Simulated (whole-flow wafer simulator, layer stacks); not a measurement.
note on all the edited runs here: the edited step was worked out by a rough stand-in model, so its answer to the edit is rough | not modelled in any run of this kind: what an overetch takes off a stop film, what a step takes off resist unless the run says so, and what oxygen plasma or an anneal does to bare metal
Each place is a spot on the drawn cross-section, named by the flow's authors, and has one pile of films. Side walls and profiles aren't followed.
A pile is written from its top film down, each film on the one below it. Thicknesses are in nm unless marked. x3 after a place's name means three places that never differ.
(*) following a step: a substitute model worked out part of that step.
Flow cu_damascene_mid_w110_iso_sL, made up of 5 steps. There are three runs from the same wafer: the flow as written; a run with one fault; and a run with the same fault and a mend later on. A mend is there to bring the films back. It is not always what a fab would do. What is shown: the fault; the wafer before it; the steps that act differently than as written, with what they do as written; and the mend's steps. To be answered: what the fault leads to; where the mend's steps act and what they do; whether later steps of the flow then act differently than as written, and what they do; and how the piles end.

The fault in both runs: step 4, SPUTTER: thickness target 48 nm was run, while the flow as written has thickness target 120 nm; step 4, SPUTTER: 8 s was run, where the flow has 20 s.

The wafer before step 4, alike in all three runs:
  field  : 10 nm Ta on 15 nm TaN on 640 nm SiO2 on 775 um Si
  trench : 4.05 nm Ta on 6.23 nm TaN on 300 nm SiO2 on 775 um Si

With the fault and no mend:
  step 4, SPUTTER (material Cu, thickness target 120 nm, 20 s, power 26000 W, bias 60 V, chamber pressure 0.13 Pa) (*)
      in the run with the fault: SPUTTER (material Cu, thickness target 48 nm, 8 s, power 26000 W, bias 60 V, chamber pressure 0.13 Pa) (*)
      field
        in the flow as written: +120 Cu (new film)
        in the run with the fault: +48 Cu (new film)
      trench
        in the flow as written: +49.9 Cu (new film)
        in the run with the fault: +20 Cu (new film)
  Later steps of the flow acting differently than as written:
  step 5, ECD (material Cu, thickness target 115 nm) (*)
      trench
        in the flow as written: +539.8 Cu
        in the run with the fault: +497.7 Cu
  At field, trench, the piles at the end differ from the flow's by more than 2% or 0.5 nm, whichever is larger.
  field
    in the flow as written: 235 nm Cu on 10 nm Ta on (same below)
    in the run with the fault: 163 nm Cu on 10 nm Ta on (same below)
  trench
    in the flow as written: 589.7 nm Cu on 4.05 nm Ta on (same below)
    in the run with the fault: 517.7 nm Cu on 4.05 nm Ta on (same below)

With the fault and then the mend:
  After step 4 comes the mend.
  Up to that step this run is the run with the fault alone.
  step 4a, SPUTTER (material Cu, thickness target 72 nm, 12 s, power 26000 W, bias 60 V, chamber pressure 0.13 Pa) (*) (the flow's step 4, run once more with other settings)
      field
        +72 Cu
      trench
        +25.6 Cu
  Every later step of the flow that is run acts as written, at every place that is followed, to within 2% or 0.5 nm, whichever is larger.
  By the end, the piles equal the flow's at every place that both follow.
